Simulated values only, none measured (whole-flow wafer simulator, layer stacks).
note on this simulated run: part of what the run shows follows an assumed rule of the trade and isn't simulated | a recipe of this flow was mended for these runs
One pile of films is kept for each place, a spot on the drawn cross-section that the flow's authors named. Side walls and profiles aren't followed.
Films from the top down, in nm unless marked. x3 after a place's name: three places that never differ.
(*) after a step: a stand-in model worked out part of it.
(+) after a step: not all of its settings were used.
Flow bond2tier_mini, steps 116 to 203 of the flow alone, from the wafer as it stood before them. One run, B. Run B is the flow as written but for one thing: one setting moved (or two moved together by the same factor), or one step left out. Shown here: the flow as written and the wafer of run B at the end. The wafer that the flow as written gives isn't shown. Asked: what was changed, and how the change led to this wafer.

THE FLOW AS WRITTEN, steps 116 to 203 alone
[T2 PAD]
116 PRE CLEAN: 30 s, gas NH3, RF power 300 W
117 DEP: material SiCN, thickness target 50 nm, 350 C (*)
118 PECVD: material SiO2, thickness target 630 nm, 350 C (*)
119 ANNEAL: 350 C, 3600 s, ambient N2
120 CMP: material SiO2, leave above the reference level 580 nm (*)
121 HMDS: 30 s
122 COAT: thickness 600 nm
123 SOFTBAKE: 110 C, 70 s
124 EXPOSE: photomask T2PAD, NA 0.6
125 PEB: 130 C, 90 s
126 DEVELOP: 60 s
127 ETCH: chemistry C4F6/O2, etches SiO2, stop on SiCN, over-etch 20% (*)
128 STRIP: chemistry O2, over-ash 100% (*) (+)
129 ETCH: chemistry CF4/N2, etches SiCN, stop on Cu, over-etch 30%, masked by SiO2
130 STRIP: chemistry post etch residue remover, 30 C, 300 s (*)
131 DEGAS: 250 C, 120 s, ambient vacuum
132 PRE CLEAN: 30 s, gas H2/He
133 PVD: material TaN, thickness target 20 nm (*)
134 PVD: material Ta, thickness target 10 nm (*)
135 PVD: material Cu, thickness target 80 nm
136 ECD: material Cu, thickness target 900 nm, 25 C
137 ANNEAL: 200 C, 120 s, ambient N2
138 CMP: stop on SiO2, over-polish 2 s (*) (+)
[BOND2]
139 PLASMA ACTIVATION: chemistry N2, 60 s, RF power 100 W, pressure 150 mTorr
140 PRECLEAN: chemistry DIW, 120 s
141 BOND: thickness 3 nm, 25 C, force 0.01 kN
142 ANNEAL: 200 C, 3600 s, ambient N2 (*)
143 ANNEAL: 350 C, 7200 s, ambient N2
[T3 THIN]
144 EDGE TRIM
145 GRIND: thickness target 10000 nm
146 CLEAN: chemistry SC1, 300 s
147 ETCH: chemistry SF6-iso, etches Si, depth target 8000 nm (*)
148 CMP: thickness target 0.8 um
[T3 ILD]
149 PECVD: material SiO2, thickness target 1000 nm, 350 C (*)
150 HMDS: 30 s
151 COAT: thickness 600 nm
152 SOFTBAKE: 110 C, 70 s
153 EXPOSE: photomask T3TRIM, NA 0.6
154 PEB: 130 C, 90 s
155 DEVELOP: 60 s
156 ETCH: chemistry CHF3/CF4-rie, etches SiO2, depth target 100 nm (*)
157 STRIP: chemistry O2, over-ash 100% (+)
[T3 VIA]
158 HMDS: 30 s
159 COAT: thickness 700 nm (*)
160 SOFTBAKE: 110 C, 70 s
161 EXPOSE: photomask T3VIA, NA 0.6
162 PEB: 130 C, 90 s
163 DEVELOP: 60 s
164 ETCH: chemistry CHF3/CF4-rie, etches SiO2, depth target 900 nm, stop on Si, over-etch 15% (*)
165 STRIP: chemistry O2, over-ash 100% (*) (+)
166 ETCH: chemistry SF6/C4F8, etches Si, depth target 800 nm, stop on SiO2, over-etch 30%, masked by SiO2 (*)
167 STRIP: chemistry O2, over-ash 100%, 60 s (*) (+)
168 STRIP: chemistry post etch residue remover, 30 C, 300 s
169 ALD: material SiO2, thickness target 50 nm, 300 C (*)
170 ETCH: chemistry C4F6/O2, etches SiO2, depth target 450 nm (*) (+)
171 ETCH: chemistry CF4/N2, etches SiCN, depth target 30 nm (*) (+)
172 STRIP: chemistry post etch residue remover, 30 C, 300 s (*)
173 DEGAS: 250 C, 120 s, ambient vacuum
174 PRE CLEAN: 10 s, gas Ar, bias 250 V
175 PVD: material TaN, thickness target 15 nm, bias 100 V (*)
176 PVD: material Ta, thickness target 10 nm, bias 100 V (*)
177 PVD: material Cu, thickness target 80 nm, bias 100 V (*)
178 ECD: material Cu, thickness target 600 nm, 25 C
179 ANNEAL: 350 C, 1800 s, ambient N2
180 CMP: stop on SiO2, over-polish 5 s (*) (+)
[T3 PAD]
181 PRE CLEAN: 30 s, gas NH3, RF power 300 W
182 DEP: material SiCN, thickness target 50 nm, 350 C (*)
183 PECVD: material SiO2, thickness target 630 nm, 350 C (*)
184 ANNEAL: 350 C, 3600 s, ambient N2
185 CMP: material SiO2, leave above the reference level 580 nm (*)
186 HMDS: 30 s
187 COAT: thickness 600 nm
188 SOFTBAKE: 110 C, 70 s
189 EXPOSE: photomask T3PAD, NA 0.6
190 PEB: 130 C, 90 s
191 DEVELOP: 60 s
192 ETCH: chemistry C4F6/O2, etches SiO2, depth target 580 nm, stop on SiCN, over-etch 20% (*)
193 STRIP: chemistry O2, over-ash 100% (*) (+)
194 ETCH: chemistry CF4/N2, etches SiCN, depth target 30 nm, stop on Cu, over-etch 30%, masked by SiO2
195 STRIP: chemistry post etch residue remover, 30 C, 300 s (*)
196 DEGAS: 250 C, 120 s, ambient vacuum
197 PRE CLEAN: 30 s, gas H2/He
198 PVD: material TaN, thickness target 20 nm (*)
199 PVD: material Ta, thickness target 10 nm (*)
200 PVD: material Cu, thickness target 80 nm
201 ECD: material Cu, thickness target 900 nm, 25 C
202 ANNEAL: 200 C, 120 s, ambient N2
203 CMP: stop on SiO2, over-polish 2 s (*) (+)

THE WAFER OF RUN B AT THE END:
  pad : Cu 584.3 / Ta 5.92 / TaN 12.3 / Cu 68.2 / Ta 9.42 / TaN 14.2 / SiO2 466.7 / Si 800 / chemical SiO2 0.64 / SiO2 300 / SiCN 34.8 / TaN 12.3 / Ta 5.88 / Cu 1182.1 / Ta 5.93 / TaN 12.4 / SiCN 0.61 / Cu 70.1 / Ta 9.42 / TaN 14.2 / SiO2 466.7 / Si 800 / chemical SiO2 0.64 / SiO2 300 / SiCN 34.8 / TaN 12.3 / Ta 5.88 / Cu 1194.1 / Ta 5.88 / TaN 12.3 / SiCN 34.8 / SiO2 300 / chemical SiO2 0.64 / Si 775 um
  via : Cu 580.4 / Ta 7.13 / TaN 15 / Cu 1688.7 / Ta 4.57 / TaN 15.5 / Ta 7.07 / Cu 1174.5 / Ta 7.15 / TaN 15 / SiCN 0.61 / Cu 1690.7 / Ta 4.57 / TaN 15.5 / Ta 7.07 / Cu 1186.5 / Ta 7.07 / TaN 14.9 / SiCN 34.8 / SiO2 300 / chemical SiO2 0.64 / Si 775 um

The cause: step 127, ETCH: over-etch 10.62% was run, where the flow has over-etch 20%.

How the change led to this, step by step:
  127 ETCH: chemistry C4F6/O2, etches SiO2, stop on SiCN, over-etch 20% (*)
      pad, via: SiO2 -580 (all of it), SiCN -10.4 (as written it would be: SiO2 -580 (all of it), SiCN -19.6)
      field: thick-KrF-resist -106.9 (as written it would be: thick-KrF-resist -116)
  129 ETCH: chemistry CF4/N2, etches SiCN, stop on Cu, over-etch 30%, masked by SiO2
      pad, via: SiCN -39 (as written it would be: SiCN -30.4 (all of it), Cu -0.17)
  130 STRIP: chemistry post etch residue remover, 30 C, 300 s (*)
      pad, via: nothing (as written it would be: Cu -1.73)
Counting metal films that touch as one body, pad has 4 bodies (between them, from the top down: SiO2 466.7 / Si 800 / chemical SiO2 0.64 / SiO2 300 / SiCN 34.8; SiCN 0.61; SiO2 466.7 / Si 800 / chemical SiO2 0.64 / SiO2 300 / SiCN 34.8); the flow as written gives 3 bodies (between them, from the top down: SiO2 466.7 / Si 800 / chemical SiO2 0.64 / SiO2 300 / SiCN 34.8; SiO2 466.7 / Si 800 / chemical SiO2 0.64 / SiO2 300 / SiCN 34.8).
Counting metal films that touch as one body, via has 2 bodies (between them, from the top down: SiCN 0.61); the flow as written gives 1 body.
